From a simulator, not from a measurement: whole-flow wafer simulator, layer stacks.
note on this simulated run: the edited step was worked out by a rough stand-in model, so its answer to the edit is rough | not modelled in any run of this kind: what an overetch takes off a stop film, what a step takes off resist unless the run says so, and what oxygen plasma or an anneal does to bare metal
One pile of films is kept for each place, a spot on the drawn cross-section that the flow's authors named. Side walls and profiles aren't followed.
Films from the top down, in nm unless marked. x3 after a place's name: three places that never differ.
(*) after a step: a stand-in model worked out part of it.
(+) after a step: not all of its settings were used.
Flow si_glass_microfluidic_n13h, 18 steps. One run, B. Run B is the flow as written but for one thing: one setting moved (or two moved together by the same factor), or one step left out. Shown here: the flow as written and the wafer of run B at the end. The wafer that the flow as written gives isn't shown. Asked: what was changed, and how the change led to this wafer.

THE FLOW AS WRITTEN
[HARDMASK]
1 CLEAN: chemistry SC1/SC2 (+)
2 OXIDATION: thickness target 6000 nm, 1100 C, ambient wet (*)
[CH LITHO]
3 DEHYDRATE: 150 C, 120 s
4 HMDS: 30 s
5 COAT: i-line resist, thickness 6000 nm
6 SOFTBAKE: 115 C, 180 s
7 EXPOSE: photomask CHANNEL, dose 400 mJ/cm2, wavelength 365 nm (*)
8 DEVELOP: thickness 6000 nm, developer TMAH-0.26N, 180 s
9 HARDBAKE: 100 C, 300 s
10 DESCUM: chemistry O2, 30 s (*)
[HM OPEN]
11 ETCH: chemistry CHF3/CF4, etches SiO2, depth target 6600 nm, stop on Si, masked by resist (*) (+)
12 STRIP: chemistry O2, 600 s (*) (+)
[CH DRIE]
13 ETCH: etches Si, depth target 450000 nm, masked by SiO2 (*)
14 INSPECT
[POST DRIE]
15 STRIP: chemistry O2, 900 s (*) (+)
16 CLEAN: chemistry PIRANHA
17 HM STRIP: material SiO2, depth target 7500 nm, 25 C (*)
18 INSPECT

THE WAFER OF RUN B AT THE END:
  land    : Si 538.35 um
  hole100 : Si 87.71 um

The cause: step 2, OXIDATION: thickness target 3750 nm was run, where the flow has thickness target 6000 nm.

How the change led to this, step by step:
  2 OXIDATION: thickness target 6000 nm, 1100 C, ambient wet (*)
      land, hole100: SiO2 +3750 (new film), chemical SiO2 -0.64 (all of it), Si -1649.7 (as written it would be: SiO2 +6000 (new film), chemical SiO2 -0.64 (all of it), Si -2639.7)
  11 ETCH: chemistry CHF3/CF4, etches SiO2, depth target 6600 nm, stop on Si, masked by resist (*) (+)
      land: i-line resist -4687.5 (as written it would be: i-line resist -5500)
      hole100: SiO2 -3750 (all of it) (as written it would be: SiO2 -6000 (all of it))
  12 STRIP: chemistry O2, 600 s (*) (+)
      land: i-line resist -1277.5 (all of it) (as written it would be: i-line resist -465 (all of it))
  17 HM STRIP: material SiO2, depth target 7500 nm, 25 C (*)
      land: SiO2 -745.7 (all of it) (as written it would be: SiO2 -2995.7 (all of it))
